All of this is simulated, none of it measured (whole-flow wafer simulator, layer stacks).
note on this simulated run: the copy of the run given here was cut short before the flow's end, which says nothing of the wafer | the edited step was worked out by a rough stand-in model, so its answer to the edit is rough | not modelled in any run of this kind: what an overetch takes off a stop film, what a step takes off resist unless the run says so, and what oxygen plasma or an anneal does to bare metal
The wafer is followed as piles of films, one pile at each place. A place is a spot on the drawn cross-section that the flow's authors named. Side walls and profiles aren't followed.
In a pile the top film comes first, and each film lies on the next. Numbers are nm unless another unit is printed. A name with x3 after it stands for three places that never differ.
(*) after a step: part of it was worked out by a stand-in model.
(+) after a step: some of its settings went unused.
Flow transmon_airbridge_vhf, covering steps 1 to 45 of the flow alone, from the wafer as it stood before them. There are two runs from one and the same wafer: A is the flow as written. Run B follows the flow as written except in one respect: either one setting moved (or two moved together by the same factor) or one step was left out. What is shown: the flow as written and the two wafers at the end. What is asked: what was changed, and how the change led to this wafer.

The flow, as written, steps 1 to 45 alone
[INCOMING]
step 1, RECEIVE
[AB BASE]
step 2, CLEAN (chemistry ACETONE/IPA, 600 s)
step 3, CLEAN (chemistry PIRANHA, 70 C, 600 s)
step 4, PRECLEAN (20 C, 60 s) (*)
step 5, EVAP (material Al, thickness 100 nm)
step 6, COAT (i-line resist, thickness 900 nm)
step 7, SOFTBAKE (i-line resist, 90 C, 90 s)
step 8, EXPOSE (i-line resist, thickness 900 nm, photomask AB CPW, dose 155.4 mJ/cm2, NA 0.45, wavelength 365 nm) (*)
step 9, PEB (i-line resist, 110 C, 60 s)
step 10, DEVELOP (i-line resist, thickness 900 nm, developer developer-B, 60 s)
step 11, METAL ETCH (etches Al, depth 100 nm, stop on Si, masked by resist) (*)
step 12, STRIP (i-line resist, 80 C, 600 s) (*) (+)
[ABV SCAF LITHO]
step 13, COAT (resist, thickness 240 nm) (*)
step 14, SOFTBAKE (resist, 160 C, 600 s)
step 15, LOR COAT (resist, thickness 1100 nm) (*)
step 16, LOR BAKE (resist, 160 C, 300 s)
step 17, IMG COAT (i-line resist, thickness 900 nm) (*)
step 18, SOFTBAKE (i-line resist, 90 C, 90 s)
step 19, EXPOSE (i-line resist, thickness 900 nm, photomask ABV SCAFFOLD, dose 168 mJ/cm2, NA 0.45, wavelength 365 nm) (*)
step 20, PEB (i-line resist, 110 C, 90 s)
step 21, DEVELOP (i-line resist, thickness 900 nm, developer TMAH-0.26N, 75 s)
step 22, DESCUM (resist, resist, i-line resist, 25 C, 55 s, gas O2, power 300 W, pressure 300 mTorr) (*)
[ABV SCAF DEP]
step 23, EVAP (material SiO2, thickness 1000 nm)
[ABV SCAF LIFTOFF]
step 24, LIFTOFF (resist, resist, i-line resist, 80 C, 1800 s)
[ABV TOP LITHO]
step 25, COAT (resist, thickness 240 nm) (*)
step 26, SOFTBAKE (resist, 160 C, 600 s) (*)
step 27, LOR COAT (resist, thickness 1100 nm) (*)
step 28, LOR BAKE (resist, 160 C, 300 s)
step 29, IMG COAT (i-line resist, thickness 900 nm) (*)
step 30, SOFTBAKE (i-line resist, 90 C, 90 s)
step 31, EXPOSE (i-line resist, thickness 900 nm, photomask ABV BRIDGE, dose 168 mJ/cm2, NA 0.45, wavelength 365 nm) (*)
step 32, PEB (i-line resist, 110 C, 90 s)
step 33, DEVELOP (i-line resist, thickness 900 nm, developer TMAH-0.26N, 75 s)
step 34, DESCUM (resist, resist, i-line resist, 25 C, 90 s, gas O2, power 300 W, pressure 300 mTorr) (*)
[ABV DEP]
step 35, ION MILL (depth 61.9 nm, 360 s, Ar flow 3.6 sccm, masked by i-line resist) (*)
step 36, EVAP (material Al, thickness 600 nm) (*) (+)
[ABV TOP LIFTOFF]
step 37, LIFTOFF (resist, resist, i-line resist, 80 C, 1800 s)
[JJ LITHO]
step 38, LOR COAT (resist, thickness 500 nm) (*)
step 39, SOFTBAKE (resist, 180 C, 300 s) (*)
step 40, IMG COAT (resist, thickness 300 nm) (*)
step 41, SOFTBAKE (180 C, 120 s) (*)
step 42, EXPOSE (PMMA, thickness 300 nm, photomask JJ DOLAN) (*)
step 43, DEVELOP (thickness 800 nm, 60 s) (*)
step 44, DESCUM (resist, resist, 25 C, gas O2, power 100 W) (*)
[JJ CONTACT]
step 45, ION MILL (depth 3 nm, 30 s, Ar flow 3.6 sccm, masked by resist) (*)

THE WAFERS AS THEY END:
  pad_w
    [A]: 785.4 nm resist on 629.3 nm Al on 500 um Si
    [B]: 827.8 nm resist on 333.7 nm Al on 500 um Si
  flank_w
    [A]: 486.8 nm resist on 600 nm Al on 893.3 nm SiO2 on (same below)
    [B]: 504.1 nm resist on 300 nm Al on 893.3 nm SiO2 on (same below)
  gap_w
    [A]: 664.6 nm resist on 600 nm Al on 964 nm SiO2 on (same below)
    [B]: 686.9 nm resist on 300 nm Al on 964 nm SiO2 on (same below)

Cause: step 36, EVAP: thickness 300 nm was run, though the flow has thickness 600 nm.
The wafer lets one read it off: flank_w has Al 300, and step 36 as written asks for 600 nm.

Step by step, how the change led to this:
  step 36, EVAP (material Al, thickness 600 nm) (*) (+)
      field x3, jj_line, ground_far and 10 more: A Al gains 600 (new film) | B Al gains 300 (new film)
      pad_w, pad_e: A Al gains 591.2 | B Al gains 295.6
  step 37, LIFTOFF (resist, resist, i-line resist, 80 C, 1800 s)
      field x3, jj_line, trace_open_s x2: A Al loses 600 (all of it), i-line resist loses 600 (all of it), resist loses 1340 (all of it) | B Al loses 300 (all of it), i-line resist loses 600 (all of it), resist loses 1340 (all of it)
      margin_s, margin_n: A Al loses 600 (all of it), i-line resist loses 318.3 (all of it), resist loses 992 (all of it) | B Al loses 300 (all of it), i-line resist loses 318.3 (all of it), resist loses 992 (all of it)
      (and at 1 other place as well)
  step 38, LOR COAT (resist, thickness 500 nm) (*)
      pad_w, pad_e: A resist gains 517 (new film) | B resist gains 545.2 (new film)
      flank_w, flank_e: A resist gains 306.5 (new film) | B resist gains 313.6 (new film)
      (and at 6 other places as well)
  step 40, IMG COAT (resist, thickness 300 nm) (*)
      pad_w, pad_e: A resist gains 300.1 | B resist gains 314.4
      flank_w, flank_e: A resist gains 212.1 | B resist gains 222.3
      (and at 6 other places as well)
